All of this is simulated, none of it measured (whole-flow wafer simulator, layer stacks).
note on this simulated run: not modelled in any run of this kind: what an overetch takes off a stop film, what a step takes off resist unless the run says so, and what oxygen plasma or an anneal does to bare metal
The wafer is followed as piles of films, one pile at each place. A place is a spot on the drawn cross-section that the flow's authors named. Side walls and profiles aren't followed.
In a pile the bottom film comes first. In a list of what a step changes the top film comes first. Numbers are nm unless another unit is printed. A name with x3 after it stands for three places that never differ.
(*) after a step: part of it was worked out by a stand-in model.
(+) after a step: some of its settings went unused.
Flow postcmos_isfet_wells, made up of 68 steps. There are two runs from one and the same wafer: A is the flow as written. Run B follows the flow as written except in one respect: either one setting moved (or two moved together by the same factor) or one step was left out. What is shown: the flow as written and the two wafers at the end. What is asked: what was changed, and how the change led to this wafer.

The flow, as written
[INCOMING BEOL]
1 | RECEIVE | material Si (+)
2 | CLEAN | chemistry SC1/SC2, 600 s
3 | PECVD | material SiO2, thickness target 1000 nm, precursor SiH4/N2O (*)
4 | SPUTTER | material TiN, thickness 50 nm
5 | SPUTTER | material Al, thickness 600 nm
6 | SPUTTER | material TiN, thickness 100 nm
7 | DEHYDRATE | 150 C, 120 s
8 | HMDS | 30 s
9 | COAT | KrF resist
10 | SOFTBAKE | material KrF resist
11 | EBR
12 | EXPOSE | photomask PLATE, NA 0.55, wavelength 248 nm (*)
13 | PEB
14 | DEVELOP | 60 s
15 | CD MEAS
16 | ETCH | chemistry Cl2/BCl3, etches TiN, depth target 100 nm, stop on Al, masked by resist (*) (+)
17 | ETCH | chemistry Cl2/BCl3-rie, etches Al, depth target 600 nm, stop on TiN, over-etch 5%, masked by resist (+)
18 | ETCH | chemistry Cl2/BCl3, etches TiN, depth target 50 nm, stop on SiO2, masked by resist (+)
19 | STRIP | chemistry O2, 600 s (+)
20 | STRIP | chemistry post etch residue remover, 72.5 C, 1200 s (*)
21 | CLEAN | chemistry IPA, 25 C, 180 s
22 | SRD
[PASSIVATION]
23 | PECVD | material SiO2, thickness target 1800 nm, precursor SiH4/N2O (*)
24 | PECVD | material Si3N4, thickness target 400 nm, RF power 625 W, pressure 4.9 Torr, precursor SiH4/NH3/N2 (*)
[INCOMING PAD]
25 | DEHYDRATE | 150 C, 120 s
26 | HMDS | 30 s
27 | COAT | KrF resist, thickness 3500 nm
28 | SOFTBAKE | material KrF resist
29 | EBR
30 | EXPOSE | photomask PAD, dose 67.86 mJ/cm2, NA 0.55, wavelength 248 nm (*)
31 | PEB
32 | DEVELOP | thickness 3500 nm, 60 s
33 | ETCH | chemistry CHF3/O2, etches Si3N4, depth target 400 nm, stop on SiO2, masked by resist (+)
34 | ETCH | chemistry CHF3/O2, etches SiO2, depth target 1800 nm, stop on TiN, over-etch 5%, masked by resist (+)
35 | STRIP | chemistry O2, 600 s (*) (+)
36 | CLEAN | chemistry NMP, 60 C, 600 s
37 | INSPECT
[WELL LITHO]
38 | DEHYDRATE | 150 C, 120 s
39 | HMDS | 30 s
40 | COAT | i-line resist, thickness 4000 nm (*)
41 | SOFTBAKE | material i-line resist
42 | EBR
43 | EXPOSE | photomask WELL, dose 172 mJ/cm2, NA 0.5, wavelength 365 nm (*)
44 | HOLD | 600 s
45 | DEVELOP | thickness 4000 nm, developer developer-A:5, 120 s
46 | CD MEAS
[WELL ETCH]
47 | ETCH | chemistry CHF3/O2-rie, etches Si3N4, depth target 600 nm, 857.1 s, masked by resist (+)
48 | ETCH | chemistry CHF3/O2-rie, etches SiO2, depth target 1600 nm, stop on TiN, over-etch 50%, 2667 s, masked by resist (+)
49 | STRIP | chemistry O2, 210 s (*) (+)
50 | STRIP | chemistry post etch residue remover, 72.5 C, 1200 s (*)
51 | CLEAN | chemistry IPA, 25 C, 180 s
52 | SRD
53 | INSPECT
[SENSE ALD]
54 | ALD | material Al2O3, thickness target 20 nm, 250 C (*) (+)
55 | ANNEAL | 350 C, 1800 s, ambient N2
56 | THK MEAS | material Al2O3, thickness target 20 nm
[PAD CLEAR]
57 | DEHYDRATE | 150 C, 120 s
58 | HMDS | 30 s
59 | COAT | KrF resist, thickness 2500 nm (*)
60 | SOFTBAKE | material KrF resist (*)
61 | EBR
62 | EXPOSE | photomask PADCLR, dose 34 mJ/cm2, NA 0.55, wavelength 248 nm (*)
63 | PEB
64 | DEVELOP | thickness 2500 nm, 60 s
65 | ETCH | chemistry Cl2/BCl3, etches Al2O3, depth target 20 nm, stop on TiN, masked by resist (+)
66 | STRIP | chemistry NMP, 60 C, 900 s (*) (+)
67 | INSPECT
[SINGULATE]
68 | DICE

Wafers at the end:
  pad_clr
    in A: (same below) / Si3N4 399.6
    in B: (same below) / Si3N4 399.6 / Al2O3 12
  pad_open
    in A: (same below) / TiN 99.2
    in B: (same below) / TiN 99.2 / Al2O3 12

The reason: step 65, ETCH: depth target 8 nm was run, while the flow as written has depth target 20 nm.

Step by step, how the change led to this:
  65 | ETCH | chemistry Cl2/BCl3, etches Al2O3, depth target 20 nm, stop on TiN, masked by resist (+)
      pad_clr, pad_open: A -20 Al2O3 (all of it) | B -8 Al2O3
      field, margin, pad_rim: A -25 KrF resist | B -10 KrF resist
